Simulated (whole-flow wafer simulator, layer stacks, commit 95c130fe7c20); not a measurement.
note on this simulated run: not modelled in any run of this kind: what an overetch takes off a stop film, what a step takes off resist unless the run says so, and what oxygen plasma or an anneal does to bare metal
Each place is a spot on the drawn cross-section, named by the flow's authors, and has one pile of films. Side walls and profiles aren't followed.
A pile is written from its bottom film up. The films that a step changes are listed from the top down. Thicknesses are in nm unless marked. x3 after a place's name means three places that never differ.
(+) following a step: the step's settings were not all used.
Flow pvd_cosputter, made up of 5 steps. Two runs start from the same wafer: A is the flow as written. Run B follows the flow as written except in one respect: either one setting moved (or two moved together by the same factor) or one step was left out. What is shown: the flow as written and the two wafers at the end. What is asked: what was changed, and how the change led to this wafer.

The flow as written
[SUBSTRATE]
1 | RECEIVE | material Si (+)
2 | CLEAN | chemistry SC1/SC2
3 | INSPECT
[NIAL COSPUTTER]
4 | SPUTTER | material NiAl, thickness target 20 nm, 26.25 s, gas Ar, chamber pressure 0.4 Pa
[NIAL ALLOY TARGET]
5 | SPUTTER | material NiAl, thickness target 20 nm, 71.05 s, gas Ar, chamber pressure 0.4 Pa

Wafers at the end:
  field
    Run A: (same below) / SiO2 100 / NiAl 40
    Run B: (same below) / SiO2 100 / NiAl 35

The reason: step 4, SPUTTER: thickness target 15 nm was run, though the flow has thickness target 20 nm; step 4, SPUTTER: 19.69 s was run, where the flow has 26.25 s.

Step by step, how the change led to this:
  4 | SPUTTER | material NiAl, thickness target 20 nm, 26.25 s, gas Ar, chamber pressure 0.4 Pa
      field: A +20 NiAl (new film) | B +15 NiAl (new film)
